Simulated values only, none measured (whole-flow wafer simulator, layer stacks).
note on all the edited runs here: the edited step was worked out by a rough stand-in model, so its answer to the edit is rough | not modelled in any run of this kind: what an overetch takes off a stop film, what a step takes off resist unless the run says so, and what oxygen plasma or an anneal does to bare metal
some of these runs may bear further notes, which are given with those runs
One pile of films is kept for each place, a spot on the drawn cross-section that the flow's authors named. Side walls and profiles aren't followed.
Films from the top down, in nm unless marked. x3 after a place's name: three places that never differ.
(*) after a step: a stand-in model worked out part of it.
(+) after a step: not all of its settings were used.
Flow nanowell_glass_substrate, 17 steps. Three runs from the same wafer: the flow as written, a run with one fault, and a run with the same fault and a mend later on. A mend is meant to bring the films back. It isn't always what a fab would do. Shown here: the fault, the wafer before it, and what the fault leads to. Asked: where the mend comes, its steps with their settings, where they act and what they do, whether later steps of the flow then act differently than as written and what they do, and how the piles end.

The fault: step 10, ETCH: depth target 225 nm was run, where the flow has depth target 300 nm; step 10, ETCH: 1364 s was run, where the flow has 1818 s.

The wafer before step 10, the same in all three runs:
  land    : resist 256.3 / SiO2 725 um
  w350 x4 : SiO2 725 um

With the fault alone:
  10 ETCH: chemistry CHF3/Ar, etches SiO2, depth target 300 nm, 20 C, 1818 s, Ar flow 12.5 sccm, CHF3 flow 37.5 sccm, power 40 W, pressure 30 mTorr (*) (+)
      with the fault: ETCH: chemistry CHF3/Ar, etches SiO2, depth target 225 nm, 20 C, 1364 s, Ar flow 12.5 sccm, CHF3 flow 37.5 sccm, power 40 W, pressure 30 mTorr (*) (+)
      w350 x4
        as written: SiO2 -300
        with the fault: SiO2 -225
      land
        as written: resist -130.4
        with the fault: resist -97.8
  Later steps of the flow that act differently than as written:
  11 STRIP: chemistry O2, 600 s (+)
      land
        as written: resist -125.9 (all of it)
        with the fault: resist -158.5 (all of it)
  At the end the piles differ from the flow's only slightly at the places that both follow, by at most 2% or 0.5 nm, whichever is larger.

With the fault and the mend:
  The mend comes after step 10.
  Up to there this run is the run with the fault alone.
  10a ETCH: chemistry CHF3/Ar, etches SiO2, depth target 75 nm, 20 C, 454.5 s, Ar flow 12.5 sccm, CHF3 flow 37.5 sccm, power 40 W, pressure 30 mTorr (*) (+) (the flow's step 10 once more, with other settings)
      w350 x4
        SiO2 -75
      land
        resist -32.6
  No later step of the flow acts differently than as written at any place that is followed.
  At the end the piles are the same as the flow's at every place that both follow.
